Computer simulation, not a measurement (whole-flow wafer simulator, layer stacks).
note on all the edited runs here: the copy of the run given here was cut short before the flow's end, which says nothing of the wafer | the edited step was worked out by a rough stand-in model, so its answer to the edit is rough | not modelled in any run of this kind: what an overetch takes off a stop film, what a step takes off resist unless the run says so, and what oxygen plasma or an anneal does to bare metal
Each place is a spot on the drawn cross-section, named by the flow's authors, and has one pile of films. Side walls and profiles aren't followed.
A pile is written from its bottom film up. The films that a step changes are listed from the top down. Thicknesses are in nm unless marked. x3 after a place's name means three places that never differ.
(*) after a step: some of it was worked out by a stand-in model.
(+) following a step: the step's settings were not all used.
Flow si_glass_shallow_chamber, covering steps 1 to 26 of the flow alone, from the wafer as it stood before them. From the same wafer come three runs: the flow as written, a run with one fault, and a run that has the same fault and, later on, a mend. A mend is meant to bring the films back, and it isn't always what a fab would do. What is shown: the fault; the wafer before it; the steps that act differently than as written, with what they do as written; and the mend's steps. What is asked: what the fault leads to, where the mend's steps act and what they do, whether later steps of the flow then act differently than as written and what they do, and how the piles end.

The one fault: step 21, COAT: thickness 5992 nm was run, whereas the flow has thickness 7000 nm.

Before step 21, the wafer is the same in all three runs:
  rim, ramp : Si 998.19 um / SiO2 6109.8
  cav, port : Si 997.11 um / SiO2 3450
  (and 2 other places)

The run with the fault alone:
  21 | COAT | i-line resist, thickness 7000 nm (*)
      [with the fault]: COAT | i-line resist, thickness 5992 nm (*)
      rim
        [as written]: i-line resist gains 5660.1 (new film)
        [with the fault]: i-line resist gains 4688.7 (new film)
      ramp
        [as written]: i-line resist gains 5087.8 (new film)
        [with the fault]: i-line resist gains 4130.8 (new film)
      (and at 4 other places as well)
  Steps further on in the flow that do not act as written (not shown: 1 more step that differs only slightly, by at most 2% or 0.5 nm, whichever is larger):
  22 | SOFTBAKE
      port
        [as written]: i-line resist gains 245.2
        [with the fault]: i-line resist loses 99.6
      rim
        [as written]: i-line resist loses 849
        [with the fault]: i-line resist loses 523.4
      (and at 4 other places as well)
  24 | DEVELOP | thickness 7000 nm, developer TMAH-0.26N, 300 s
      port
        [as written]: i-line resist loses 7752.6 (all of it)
        [with the fault]: i-line resist loses 6390.8 (all of it)
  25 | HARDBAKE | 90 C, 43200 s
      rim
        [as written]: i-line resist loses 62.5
        [with the fault]: i-line resist loses 41.7
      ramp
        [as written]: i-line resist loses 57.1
        [with the fault]: i-line resist loses 33.2
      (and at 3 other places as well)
  The piles end different from the flow's at rim, ramp, cav, septum, ring by more than 2% or 0.5 nm, whichever is larger.
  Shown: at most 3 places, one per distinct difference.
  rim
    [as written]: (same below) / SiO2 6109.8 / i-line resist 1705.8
    [with the fault]: (same below) / SiO2 6109.8 / i-line resist 1080.8
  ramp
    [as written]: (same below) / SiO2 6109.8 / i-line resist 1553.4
    [with the fault]: (same below) / SiO2 6109.8 / i-line resist 783.7
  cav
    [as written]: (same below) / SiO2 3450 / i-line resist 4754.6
    [with the fault]: (same below) / SiO2 3450 / i-line resist 3679.4

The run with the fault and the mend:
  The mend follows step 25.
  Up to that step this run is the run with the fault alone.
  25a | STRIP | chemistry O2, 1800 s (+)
      rim
        i-line resist loses 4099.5 (all of it)
      ramp
        i-line resist loses 3802.4 (all of it)
      cav
        i-line resist loses 6698.2 (all of it)
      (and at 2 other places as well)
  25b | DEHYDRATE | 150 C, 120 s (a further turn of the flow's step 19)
      alters no film at any place that is followed
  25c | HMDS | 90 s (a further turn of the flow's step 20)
      alters no film at any place that is followed
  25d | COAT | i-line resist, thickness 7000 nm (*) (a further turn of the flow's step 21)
      rim
        i-line resist gains 5660.1 (new film)
      ramp
        i-line resist gains 5087.8 (new film)
      cav
        i-line resist gains 7637.2 (new film)
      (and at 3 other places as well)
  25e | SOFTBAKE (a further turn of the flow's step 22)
      rim
        i-line resist loses 849
      ramp
        i-line resist loses 434.5
      cav
        i-line resist gains 373.7
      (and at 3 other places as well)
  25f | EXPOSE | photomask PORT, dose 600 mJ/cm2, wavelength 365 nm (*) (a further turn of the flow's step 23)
      alters no film at any place that is followed
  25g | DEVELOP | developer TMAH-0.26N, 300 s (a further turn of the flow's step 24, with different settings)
      rim, ramp, cav, septum, ring
        i-line resist loses 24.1
      port
        i-line resist loses 7752.6 (all of it)
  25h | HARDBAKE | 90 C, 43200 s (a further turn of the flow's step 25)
      rim
        i-line resist loses 62.5
      ramp
        i-line resist loses 57.1
      cav
        i-line resist loses 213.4
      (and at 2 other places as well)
  Every later step of the flow that is run acts as written at every place that is followed.
  At every place that both follow, the piles at the end match the flow's.
